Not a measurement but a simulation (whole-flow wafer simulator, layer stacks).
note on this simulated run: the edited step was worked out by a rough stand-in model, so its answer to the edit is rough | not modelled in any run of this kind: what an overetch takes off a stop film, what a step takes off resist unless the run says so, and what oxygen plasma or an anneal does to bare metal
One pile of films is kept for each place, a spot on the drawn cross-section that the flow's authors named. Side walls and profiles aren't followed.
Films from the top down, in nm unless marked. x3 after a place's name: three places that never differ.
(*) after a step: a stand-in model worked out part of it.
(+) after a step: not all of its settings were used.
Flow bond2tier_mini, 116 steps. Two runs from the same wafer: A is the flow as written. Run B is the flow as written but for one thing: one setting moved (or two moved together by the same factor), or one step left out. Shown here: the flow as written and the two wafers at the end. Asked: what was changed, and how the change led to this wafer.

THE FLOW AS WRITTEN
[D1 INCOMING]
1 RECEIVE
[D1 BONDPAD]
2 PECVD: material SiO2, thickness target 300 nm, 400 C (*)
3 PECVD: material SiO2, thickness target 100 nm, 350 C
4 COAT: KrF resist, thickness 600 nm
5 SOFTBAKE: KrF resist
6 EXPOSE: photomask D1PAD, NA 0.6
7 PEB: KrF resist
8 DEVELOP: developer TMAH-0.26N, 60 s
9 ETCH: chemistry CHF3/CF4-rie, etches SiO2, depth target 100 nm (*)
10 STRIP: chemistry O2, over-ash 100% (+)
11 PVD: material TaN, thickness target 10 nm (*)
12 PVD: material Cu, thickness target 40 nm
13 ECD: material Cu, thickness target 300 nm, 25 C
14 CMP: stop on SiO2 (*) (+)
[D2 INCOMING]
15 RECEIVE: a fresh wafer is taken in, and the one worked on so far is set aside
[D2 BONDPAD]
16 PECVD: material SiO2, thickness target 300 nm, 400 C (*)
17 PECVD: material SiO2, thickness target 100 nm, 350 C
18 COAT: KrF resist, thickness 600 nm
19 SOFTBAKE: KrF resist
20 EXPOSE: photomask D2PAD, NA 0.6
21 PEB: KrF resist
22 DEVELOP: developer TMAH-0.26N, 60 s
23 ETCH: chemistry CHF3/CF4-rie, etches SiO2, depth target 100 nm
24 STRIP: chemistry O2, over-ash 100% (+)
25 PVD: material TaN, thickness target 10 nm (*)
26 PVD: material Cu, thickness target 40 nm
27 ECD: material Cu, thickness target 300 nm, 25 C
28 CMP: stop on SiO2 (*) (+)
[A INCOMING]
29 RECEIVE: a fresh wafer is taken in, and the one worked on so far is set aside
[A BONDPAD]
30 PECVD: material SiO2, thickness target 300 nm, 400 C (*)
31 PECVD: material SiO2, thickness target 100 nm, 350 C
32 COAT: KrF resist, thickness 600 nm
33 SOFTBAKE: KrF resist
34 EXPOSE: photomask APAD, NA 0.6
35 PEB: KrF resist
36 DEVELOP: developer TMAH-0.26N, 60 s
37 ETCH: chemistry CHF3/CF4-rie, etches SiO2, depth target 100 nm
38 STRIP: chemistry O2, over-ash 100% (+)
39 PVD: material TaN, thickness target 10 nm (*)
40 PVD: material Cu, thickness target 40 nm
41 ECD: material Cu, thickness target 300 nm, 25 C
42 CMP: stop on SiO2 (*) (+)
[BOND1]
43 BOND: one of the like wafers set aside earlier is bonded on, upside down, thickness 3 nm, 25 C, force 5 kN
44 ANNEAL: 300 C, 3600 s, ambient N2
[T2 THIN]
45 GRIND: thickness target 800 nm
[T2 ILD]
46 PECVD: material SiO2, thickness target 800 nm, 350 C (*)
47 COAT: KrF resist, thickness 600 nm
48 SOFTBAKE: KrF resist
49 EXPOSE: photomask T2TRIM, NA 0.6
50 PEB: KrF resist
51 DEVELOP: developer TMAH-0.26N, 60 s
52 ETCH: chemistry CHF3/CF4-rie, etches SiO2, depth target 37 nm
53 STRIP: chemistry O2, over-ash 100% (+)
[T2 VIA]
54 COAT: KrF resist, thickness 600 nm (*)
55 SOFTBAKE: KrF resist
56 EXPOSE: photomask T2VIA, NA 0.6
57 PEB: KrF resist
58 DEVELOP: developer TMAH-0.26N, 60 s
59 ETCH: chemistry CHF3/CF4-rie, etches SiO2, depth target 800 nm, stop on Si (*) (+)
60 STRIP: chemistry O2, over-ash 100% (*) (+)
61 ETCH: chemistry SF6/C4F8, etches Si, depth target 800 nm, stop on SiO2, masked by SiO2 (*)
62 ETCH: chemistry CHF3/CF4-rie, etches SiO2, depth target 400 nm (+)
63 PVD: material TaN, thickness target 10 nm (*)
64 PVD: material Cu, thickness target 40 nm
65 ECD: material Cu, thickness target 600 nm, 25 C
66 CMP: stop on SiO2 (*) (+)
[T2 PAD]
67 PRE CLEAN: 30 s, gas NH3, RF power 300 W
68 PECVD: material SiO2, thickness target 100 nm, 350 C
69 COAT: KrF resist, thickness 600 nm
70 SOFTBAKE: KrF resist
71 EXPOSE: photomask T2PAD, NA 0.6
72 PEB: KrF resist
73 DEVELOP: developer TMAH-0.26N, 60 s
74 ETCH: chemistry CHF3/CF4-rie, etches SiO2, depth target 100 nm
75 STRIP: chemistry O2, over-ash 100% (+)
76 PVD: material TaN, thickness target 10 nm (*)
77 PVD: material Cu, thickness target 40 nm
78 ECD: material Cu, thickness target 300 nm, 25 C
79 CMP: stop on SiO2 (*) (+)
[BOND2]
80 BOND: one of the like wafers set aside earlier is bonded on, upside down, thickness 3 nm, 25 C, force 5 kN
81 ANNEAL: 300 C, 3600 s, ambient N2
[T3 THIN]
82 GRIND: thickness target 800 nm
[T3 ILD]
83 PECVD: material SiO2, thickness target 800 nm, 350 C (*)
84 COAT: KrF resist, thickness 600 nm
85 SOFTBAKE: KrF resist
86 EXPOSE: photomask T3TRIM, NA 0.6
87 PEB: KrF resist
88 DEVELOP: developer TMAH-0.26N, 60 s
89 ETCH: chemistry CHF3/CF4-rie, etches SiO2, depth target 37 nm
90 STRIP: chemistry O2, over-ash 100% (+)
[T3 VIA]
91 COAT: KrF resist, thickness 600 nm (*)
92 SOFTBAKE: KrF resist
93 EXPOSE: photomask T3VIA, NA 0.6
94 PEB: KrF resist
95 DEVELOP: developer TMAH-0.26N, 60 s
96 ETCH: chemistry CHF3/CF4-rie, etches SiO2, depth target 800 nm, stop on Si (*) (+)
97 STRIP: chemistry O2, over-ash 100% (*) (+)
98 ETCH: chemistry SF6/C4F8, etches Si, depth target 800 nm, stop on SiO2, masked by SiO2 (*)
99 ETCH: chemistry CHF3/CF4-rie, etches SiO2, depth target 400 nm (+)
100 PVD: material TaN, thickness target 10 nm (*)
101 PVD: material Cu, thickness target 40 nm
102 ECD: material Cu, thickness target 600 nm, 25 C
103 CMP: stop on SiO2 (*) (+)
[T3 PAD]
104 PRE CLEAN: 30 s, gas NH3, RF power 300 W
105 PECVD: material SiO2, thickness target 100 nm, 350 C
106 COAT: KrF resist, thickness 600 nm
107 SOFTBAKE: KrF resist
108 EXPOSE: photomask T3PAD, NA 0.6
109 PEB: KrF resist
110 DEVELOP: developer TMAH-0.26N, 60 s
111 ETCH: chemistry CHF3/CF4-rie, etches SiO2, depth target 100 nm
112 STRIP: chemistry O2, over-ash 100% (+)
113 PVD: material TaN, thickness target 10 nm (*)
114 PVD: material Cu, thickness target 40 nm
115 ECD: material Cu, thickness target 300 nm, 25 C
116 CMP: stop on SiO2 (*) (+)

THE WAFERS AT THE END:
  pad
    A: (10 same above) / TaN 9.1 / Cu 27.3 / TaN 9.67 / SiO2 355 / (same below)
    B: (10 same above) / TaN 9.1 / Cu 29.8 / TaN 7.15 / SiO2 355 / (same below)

The cause: step 63, PVD: thickness target 7.4 nm was run, where the flow has thickness target 10 nm.

How the change led to this, step by step:
  63 PVD: material TaN, thickness target 10 nm (*)
      field: A TaN +10 (new film) | B TaN +7.4 (new film)
      pad: A TaN +9.67 (new film) | B TaN +7.15 (new film)
  66 CMP: stop on SiO2 (*) (+)
      field: A Cu -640 (all of it), TaN -10 (all of it) | B Cu -640 (all of it), TaN -7.4 (all of it)
